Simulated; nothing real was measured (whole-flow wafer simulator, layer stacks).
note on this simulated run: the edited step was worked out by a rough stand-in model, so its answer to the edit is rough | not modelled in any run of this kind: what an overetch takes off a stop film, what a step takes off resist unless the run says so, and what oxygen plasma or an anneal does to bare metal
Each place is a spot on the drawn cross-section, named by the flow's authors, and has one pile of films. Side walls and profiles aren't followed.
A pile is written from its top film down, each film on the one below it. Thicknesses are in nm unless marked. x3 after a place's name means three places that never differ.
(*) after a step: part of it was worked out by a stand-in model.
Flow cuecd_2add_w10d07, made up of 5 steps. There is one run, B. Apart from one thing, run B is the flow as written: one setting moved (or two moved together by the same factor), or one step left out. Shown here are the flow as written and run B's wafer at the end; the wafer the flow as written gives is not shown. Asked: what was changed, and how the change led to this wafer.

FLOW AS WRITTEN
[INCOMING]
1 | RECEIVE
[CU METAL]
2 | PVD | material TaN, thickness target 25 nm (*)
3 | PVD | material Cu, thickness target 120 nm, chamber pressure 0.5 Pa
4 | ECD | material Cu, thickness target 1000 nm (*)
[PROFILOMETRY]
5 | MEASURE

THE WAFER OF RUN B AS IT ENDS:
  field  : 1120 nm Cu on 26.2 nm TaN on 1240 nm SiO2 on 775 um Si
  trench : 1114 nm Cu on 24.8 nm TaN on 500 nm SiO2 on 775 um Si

The reason: step 2, PVD: thickness target 26.2 nm was run, while the flow as written has thickness target 25 nm.
The wafer lets one read it off: field has TaN 26.2, and step 2 as written asks for 25 nm.

Step by step, how the change led to this:
  2 | PVD | material TaN, thickness target 25 nm (*)
      field: +26.2 TaN (new film) (it would be, as written: +25 TaN (new film))
      trench: +24.8 TaN (new film) (it would be, as written: +23.7 TaN (new film))
